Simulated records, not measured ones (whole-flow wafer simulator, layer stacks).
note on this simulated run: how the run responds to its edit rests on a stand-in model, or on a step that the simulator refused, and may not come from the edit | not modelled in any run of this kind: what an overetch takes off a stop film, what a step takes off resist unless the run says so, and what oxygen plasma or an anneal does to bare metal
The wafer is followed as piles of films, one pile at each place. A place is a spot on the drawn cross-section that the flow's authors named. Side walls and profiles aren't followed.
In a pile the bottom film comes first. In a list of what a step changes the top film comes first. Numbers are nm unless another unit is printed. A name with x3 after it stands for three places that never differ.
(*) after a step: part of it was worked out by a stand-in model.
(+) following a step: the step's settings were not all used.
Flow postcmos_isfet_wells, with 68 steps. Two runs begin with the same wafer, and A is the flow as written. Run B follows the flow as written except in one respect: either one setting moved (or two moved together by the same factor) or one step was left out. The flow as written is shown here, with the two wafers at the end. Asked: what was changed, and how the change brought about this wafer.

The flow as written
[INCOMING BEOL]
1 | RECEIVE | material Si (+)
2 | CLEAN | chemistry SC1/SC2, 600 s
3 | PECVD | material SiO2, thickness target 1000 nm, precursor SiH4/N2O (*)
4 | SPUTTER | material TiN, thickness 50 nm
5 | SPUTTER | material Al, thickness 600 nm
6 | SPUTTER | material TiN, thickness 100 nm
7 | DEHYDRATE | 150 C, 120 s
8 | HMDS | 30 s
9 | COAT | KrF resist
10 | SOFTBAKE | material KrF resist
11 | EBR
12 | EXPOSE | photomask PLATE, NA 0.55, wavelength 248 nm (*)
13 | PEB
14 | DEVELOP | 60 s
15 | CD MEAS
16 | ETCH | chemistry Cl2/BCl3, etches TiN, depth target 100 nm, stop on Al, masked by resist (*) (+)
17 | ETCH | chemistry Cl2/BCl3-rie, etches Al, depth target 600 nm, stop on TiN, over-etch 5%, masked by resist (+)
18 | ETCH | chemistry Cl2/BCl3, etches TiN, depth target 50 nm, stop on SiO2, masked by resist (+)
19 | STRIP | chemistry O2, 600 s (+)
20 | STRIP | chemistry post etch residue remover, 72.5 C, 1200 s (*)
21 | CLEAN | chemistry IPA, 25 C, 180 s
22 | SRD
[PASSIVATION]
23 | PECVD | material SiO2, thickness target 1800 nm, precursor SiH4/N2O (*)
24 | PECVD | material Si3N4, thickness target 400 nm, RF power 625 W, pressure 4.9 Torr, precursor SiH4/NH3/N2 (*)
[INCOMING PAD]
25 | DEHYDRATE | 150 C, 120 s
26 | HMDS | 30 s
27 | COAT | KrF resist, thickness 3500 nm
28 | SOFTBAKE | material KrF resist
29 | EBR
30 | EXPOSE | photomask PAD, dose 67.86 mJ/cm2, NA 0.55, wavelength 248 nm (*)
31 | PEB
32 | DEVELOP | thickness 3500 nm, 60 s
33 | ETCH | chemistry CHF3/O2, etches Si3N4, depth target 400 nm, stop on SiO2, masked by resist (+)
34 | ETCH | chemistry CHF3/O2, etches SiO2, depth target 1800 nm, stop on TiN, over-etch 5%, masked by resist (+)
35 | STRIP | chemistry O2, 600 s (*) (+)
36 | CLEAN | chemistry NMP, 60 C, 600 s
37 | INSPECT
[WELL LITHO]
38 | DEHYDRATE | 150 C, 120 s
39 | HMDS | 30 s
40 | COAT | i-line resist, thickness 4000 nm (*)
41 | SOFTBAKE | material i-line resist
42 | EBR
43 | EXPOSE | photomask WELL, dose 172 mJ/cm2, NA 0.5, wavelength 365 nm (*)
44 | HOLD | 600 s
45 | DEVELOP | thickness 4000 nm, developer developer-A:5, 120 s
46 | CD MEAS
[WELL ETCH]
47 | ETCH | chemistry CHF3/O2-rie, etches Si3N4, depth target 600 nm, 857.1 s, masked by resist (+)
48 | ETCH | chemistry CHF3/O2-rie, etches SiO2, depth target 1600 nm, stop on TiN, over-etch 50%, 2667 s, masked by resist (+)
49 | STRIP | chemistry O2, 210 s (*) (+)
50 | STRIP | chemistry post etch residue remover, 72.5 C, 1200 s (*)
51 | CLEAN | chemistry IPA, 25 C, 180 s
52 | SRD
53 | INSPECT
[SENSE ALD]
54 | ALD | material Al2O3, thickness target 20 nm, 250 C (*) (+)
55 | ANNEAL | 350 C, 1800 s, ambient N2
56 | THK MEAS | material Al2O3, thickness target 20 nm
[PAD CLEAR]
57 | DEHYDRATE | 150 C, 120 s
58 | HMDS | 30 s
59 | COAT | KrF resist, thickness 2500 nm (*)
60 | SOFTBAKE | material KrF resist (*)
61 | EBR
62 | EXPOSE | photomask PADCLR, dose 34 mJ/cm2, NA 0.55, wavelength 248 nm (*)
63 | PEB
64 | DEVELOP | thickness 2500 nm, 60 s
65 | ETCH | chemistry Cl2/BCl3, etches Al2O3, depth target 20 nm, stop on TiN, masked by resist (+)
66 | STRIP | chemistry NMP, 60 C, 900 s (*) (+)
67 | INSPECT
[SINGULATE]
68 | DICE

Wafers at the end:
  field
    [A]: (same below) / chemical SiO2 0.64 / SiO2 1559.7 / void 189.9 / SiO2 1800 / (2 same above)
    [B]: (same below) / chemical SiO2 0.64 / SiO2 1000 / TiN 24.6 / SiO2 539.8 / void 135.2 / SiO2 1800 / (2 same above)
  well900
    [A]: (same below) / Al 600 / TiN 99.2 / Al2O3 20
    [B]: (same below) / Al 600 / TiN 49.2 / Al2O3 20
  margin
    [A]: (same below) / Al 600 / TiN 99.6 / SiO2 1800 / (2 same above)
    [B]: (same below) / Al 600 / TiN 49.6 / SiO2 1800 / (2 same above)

The reason: step 6, SPUTTER: thickness 50 nm was run, while the flow as written has thickness 100 nm; step 18, ETCH: depth target 25 nm was run, where the flow has depth target 50 nm.

How this came from the change, step by step:
  6 | SPUTTER | material TiN, thickness 100 nm
      field, margin, well900 and 6 more: A +100 TiN (new film) | B +50 TiN (new film)
  16 | ETCH | chemistry Cl2/BCl3, etches TiN, depth target 100 nm, stop on Al, masked by resist (*) (+)
      margin, well900, well1300, well2000, well3000, pad_rim, pad_clr, pad_open: A -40 KrF resist | B -30 KrF resist
      field: A -100 TiN (all of it) | B -50 TiN (all of it)
  18 | ETCH | chemistry Cl2/BCl3, etches TiN, depth target 50 nm, stop on SiO2, masked by resist (+)
      field: A -50 TiN (all of it) | B -25 TiN
      margin, well900, well1300, well2000, well3000, pad_rim, pad_clr, pad_open: A -20 KrF resist | B -10 KrF resist
  19 | STRIP | chemistry O2, 600 s (+)
      margin, well900, well1300, well2000, well3000, pad_rim, pad_clr, pad_open: A -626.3 KrF resist (all of it) | B -646.3 KrF resist (all of it)
  23 | PECVD | material SiO2, thickness target 1800 nm, precursor SiH4/N2O (*)
      field: A +1800 SiO2 (new film), +189.9 void (new film), +559.7 SiO2 | B +1800 SiO2 (new film), +135.2 void (new film), +539.8 SiO2 (new film)
Taking metal films that touch as one body, field has 1 body; the flow as written gives 0 bodies.
